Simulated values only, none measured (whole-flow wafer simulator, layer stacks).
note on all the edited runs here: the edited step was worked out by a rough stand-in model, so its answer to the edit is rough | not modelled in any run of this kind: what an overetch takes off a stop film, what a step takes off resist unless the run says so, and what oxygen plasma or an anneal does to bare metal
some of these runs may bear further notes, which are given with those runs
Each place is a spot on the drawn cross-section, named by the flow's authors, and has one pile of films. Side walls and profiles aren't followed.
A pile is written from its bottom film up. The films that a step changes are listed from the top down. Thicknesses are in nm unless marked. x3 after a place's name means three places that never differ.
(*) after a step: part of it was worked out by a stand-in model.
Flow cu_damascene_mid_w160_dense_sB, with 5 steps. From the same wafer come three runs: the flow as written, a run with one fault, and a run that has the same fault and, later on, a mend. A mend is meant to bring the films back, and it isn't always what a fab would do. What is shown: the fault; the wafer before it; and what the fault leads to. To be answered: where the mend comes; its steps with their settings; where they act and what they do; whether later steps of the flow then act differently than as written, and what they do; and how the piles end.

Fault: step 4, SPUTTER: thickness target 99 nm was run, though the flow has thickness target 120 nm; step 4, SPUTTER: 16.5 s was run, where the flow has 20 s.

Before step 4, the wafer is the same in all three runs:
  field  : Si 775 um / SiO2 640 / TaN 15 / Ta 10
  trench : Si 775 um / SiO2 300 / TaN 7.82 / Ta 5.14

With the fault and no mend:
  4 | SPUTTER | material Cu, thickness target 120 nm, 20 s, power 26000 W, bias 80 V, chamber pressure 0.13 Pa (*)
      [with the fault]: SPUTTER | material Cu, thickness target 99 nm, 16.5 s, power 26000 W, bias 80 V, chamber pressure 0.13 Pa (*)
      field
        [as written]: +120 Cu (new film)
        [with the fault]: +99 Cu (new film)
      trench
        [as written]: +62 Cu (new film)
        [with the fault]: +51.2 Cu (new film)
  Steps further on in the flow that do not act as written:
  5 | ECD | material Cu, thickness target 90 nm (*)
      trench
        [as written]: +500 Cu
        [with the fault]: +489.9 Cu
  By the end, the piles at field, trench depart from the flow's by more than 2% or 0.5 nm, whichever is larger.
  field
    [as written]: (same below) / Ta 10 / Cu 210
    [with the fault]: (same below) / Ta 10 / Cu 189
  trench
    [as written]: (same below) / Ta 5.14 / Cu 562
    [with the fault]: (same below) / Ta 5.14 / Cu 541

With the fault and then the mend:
  After step 4 comes the mend.
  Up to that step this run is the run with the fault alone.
  4a | SPUTTER | material Cu, thickness target 21 nm, 3.5 s, power 26000 W, bias 80 V, chamber pressure 0.13 Pa (*) (a further turn of the flow's step 4, with different settings)
      field
        +21 Cu
      trench
        +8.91 Cu
  Every later step of the flow that is run acts as written, at every place that is followed, to within 2% or 0.5 nm, whichever is larger.
  At every place that both follow, the piles at the end match the flow's.
